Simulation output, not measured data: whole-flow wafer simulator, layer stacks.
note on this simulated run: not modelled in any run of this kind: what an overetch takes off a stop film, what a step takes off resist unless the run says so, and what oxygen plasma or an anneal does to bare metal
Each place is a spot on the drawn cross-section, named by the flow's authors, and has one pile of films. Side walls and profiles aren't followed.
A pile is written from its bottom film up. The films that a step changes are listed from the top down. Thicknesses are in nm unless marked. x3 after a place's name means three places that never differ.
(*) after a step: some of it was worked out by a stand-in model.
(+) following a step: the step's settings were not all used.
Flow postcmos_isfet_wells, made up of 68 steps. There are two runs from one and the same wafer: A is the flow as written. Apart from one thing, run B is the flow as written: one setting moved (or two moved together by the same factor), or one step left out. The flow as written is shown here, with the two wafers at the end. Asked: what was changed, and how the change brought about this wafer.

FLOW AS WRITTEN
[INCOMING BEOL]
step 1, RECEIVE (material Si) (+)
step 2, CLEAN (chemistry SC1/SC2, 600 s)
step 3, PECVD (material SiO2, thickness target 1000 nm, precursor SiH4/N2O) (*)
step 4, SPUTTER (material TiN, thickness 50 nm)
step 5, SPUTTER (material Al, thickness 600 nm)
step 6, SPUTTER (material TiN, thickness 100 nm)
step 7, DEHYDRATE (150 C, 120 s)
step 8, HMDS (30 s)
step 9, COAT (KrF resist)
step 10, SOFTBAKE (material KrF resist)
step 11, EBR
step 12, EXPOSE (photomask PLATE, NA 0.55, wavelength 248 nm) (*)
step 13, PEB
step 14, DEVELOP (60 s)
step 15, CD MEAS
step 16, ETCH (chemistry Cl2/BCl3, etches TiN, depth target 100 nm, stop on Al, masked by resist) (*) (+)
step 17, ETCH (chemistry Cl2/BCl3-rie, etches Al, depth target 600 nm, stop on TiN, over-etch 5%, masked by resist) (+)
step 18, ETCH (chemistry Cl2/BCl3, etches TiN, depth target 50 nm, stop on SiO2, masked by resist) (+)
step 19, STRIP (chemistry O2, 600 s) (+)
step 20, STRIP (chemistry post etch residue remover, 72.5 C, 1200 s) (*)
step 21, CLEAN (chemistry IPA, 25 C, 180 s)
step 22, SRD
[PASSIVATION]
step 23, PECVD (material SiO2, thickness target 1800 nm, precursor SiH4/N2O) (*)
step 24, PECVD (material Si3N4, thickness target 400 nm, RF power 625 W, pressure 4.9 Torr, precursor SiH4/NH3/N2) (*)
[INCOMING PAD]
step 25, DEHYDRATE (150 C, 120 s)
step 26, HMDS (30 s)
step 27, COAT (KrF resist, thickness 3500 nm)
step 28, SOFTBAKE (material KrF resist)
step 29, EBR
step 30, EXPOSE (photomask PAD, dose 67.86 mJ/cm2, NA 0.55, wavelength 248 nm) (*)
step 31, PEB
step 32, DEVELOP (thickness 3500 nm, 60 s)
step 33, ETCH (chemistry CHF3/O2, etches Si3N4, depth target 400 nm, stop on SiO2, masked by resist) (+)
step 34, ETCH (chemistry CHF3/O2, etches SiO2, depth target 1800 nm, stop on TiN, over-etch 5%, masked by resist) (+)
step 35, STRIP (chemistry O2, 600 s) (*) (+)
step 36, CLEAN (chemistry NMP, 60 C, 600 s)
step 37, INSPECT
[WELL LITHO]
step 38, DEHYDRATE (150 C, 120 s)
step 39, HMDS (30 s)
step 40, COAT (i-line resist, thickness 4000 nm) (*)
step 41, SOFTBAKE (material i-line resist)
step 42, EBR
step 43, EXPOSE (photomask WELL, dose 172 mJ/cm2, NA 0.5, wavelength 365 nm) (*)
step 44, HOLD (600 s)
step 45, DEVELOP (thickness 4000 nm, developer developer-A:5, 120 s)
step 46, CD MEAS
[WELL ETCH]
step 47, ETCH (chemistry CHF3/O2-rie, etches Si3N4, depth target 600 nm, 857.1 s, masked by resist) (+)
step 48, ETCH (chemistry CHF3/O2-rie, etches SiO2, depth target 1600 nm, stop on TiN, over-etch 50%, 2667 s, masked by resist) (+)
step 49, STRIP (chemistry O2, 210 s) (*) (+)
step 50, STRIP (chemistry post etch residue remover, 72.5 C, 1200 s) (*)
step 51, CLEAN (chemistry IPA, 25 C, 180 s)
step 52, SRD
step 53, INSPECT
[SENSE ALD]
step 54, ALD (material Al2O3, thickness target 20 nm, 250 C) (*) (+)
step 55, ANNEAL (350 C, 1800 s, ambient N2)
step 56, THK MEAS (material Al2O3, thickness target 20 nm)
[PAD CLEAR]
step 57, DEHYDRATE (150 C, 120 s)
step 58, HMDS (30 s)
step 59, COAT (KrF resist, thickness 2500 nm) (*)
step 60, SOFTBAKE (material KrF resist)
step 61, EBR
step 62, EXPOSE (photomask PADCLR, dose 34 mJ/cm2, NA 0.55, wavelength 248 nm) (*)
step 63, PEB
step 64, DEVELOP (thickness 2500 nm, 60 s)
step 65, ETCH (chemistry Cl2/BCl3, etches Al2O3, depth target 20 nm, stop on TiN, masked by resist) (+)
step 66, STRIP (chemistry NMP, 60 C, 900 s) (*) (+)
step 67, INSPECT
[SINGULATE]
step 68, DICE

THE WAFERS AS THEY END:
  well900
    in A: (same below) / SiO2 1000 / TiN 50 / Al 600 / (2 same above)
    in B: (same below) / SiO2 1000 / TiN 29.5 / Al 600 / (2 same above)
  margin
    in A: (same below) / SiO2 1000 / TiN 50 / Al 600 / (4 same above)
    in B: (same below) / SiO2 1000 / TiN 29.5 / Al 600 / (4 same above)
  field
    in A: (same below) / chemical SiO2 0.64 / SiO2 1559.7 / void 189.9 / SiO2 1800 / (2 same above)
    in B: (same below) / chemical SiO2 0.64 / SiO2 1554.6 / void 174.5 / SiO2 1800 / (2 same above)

What caused this: step 4, SPUTTER: thickness 29.5 nm was run, while the flow as written has thickness 50 nm.
One can read it off the wafer: well900 has TiN 29.5, and step 4 as written asks for 50 nm.

How this came from the change, step by step:
  step 4, SPUTTER (material TiN, thickness 50 nm)
      field, margin, well900, well1300 x3, pad_rim, pad_clr, pad_open: A +50 TiN (new film) | B +29.5 TiN (new film)
  step 18, ETCH (chemistry Cl2/BCl3, etches TiN, depth target 50 nm, stop on SiO2, masked by resist) (+)
      margin, well900, well1300 x3, pad_rim, pad_clr, pad_open: A -20 KrF resist | B -17.7 KrF resist
      field: A -50 TiN (all of it) | B -29.5 TiN (all of it)
  step 23, PECVD (material SiO2, thickness target 1800 nm, precursor SiH4/N2O) (*)
      field: A +1800 SiO2 (new film), +189.9 void (new film), +559.7 SiO2 | B +1800 SiO2 (new film), +174.5 void (new film), +554.6 SiO2
